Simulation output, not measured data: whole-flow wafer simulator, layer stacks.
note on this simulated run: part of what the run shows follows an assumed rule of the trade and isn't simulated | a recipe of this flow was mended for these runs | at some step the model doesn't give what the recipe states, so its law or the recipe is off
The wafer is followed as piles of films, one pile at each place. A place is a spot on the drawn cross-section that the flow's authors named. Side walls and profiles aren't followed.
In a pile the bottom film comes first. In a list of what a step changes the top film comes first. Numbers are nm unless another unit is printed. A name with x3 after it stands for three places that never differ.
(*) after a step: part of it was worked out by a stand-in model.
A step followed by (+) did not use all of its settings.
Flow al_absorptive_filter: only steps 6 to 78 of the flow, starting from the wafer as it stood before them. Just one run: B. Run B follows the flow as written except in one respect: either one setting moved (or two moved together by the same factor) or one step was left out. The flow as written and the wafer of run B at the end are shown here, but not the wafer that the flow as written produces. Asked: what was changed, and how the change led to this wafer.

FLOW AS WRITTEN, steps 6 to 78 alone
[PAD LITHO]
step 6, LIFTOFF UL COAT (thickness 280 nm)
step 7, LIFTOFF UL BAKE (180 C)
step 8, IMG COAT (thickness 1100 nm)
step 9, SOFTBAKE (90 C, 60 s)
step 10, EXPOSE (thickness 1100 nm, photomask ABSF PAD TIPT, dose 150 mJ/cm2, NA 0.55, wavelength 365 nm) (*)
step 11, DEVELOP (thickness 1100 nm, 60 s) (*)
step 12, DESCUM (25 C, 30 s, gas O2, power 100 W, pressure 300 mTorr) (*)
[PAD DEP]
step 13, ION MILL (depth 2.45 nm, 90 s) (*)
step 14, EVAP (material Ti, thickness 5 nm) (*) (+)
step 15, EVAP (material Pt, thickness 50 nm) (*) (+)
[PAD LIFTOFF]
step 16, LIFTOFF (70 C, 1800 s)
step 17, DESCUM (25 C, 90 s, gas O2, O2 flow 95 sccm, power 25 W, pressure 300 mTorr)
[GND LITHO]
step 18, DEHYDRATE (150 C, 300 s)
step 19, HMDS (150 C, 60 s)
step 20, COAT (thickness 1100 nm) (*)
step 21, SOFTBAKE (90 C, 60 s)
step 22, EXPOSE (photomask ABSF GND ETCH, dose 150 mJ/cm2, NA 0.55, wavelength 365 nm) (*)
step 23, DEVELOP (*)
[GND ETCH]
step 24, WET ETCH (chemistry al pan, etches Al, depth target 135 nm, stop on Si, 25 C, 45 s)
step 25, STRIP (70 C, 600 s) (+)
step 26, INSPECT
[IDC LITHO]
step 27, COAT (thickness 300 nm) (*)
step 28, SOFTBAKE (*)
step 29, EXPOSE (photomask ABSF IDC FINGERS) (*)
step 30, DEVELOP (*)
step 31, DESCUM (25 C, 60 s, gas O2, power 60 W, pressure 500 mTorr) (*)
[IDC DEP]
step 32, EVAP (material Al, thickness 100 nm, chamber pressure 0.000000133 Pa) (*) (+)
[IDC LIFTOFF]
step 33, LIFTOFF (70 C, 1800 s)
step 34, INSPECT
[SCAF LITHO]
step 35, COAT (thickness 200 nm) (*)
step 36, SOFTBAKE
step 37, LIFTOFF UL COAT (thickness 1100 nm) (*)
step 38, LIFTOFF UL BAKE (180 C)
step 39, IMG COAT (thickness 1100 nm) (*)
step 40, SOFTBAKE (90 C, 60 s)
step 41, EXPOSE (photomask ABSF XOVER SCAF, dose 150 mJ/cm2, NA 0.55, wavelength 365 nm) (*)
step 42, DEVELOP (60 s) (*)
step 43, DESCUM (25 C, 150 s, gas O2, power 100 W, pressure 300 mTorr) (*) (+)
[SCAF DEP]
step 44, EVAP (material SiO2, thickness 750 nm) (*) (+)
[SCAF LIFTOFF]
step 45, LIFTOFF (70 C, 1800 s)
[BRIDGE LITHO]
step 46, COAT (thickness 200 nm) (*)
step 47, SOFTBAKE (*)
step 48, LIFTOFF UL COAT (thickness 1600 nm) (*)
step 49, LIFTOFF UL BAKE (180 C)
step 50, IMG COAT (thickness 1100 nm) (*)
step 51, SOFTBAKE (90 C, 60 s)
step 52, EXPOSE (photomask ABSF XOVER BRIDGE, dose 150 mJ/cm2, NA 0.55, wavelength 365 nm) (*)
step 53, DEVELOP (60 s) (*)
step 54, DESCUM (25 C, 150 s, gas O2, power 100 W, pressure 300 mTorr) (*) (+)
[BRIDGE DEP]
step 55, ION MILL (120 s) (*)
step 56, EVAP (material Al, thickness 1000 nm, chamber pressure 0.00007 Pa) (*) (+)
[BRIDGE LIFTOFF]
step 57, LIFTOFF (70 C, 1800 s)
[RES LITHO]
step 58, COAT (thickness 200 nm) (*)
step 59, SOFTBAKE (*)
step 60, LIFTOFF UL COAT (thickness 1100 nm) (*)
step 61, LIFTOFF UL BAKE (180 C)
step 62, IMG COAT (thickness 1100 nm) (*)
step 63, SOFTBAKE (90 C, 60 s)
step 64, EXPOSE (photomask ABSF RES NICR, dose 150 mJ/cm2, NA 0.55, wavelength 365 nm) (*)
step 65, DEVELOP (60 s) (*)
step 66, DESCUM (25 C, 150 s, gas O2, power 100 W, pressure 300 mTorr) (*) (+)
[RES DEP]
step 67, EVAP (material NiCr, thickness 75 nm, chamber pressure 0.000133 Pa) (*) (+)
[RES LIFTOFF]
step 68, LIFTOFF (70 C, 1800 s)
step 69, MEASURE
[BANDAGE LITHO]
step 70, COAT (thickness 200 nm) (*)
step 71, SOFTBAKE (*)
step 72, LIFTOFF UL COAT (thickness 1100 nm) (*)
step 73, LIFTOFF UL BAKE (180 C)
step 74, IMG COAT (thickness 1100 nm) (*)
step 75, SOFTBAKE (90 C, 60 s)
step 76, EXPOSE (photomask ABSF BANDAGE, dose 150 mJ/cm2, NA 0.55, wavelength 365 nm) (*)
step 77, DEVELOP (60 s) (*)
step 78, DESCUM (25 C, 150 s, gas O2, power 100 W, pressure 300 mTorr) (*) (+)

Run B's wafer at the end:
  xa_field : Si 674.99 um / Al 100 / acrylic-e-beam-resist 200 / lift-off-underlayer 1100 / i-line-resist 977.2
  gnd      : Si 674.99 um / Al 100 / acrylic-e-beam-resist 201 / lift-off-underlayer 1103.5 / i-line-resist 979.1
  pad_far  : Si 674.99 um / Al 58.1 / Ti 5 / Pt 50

What caused this: step 11, DEVELOP: 55.2 s was run, whereas the flow has 60 s.

How this came from the change, step by step:
  step 11, DEVELOP (thickness 1100 nm, 60 s) (*)
      pad_far, pad_near: -1100 i-line-resist (all of it), -280 lift-off-underlayer (all of it), -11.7 Al (in the flow as written it would be: -1100 i-line-resist (all of it), -280 lift-off-underlayer (all of it), -13.3 Al)
